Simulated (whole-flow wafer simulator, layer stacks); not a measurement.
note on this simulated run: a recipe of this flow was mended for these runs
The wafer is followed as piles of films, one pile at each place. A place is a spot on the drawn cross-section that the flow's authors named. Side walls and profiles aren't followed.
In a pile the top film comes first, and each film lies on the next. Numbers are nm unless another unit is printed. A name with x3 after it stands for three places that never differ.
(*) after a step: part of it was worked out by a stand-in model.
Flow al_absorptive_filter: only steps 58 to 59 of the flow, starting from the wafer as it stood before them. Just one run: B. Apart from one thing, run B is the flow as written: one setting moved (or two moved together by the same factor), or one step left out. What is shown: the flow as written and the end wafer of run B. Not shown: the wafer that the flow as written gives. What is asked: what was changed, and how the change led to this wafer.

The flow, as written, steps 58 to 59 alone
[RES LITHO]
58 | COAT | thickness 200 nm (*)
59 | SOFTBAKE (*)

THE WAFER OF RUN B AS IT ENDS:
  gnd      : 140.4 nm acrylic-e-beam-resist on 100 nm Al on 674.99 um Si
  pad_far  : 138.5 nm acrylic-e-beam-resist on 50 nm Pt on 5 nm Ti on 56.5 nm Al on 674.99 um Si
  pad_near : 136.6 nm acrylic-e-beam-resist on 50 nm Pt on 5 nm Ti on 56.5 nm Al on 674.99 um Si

What caused this: step 58, COAT: thickness 140 nm was run, while the flow as written has thickness 200 nm.

Step by step, how the change led to this:
  58 | COAT | thickness 200 nm (*)
      xa_field, xl_land, idc_field: acrylic-e-beam-resist gains 140 (new film) (in the flow as written it would be: acrylic-e-beam-resist gains 200 (new film))
      gnd: acrylic-e-beam-resist gains 140.4 (new film) (in the flow as written it would be: acrylic-e-beam-resist gains 200.6 (new film))
      (and at 10 other places as well)
